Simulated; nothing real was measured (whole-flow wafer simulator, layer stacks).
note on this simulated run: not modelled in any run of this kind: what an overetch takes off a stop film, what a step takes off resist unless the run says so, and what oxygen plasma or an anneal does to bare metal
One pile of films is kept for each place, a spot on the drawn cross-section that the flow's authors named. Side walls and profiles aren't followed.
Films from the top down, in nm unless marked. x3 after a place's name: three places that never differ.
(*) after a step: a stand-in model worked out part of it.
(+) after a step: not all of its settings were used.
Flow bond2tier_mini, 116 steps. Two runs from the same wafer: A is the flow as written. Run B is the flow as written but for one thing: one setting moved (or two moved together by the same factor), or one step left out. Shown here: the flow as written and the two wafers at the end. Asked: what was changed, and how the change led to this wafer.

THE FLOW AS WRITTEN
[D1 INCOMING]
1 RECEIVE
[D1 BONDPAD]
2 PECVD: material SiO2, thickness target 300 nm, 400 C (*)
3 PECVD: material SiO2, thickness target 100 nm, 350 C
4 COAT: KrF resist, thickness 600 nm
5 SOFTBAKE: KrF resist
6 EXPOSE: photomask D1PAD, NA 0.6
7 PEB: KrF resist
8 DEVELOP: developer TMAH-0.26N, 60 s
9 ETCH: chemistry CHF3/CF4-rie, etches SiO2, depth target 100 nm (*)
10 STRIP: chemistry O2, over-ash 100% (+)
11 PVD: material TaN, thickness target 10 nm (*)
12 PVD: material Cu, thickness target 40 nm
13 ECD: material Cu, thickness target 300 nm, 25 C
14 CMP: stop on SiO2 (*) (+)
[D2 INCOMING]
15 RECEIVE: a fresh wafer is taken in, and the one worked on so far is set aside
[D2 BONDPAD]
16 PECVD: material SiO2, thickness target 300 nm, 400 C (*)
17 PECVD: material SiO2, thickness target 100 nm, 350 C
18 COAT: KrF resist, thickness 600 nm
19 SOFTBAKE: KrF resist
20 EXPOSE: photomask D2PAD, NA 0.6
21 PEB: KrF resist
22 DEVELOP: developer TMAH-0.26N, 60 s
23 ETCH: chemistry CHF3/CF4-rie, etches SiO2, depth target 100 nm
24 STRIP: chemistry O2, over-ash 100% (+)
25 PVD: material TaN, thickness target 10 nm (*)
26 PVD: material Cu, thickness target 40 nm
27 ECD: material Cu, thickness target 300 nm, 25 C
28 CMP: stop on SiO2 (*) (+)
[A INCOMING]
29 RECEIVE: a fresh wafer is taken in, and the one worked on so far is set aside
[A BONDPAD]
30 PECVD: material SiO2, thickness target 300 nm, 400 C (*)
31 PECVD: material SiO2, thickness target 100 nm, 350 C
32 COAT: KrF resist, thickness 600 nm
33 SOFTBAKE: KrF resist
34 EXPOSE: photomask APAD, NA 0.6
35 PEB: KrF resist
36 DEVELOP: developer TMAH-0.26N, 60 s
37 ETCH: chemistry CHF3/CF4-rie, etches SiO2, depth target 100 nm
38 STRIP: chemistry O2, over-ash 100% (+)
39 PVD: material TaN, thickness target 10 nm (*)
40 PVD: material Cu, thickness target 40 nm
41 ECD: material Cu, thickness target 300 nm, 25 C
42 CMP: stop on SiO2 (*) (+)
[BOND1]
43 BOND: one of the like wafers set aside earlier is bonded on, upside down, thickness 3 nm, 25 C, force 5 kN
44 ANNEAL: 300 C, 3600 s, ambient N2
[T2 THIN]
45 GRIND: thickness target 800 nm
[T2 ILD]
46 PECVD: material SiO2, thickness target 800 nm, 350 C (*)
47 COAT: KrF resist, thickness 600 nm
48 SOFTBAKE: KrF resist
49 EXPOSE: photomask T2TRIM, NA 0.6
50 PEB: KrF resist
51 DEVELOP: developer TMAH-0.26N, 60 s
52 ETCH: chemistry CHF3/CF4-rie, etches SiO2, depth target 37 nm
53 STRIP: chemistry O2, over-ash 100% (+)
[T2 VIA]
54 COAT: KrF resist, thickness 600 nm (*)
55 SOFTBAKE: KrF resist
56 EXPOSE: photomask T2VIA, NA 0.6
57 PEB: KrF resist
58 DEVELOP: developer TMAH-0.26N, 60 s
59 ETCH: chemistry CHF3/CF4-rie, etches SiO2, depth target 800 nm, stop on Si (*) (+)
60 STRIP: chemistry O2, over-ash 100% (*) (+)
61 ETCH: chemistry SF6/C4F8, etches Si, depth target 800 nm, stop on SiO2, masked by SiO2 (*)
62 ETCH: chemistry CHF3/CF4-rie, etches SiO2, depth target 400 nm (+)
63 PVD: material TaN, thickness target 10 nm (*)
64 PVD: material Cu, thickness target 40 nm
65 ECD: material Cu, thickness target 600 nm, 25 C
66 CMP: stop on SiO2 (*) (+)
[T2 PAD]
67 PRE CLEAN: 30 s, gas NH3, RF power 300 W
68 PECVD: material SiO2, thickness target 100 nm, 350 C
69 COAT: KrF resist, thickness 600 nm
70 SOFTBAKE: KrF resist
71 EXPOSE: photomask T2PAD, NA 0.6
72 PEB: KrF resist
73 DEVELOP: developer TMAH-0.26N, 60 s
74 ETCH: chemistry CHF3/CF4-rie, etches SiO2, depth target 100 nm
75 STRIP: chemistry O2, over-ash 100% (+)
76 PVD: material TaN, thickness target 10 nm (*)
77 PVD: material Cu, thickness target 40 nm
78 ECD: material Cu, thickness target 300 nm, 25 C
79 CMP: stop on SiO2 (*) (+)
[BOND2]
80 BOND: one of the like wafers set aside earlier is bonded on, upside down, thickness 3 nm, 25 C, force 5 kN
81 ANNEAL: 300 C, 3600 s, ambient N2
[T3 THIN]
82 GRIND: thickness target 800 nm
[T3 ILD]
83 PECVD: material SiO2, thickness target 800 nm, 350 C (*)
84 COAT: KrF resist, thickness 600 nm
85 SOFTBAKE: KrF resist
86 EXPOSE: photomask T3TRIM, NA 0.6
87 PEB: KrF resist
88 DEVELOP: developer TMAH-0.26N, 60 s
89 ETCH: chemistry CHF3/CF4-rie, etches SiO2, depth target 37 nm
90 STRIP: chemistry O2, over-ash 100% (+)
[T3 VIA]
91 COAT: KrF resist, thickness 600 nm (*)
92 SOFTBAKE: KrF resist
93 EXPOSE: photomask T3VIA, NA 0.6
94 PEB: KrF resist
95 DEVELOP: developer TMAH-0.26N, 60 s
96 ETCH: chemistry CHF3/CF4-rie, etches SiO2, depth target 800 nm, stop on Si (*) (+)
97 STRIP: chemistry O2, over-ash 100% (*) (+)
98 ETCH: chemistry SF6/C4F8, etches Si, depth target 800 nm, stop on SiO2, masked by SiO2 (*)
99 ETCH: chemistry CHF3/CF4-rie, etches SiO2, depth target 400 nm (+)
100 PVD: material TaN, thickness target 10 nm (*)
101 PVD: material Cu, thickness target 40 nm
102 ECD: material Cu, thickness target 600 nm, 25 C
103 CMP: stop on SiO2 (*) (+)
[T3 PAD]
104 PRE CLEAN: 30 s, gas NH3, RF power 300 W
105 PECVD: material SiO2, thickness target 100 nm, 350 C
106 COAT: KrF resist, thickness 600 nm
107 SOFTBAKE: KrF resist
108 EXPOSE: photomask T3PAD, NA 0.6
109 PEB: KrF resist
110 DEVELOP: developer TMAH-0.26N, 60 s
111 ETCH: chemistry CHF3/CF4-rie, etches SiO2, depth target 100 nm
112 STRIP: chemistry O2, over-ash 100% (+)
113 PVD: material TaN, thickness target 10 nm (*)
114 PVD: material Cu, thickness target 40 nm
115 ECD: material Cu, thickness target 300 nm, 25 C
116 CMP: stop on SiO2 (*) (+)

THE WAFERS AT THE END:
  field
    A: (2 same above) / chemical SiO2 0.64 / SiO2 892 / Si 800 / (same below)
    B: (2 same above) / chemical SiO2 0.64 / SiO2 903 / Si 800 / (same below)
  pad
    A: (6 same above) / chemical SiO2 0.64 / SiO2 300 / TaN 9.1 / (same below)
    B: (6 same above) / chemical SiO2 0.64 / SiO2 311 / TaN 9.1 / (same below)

The cause: step 17, PECVD: thickness target 111 nm was run, where the flow has thickness target 100 nm.

How the change led to this, step by step:
  17 PECVD: material SiO2, thickness target 100 nm, 350 C
      field, pad, via: A SiO2 +100 | B SiO2 +111
  80 BOND: one of the like wafers set aside earlier is bonded on, upside down, thickness 3 nm, 25 C, force 5 kN
      field: A Si +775 um (new film), chemical SiO2 +0.64 (new film), SiO2 +400 | B Si +775 um (new film), chemical SiO2 +0.64 (new film), SiO2 +411
      pad: A Si +775 um (new film), chemical SiO2 +0.64 (new film), SiO2 +300 (new film), TaN +9.1 (new film), Cu +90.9 | B Si +775 um (new film), chemical SiO2 +0.64 (new film), SiO2 +311 (new film), TaN +9.1 (new film), Cu +90.9
